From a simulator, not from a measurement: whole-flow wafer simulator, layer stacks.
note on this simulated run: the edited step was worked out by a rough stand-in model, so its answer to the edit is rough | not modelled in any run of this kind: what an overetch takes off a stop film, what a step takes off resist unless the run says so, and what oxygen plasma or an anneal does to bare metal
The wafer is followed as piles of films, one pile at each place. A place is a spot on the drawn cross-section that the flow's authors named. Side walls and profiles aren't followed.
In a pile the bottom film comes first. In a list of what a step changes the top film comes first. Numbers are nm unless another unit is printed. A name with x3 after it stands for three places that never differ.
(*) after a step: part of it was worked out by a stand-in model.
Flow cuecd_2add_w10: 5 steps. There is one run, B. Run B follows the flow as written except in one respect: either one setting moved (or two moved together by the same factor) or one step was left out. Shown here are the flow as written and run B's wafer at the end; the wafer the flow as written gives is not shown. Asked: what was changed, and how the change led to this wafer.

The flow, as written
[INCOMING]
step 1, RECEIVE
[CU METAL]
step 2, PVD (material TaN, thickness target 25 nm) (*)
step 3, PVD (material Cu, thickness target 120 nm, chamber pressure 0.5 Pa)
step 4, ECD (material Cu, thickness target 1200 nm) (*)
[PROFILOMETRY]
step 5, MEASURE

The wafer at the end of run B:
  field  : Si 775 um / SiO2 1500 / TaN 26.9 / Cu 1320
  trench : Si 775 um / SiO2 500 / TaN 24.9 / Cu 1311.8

The reason: step 2, PVD: thickness target 26.9 nm was run, while the flow as written has thickness target 25 nm.
The wafer itself shows it: field has TaN 26.9, and step 2 as written asks for 25 nm.

How this came from the change, step by step:
  step 2, PVD (material TaN, thickness target 25 nm) (*)
      field: +26.9 TaN (new film) (in the flow as written it would be: +25 TaN (new film))
      trench: +24.9 TaN (new film) (in the flow as written it would be: +23.2 TaN (new film))
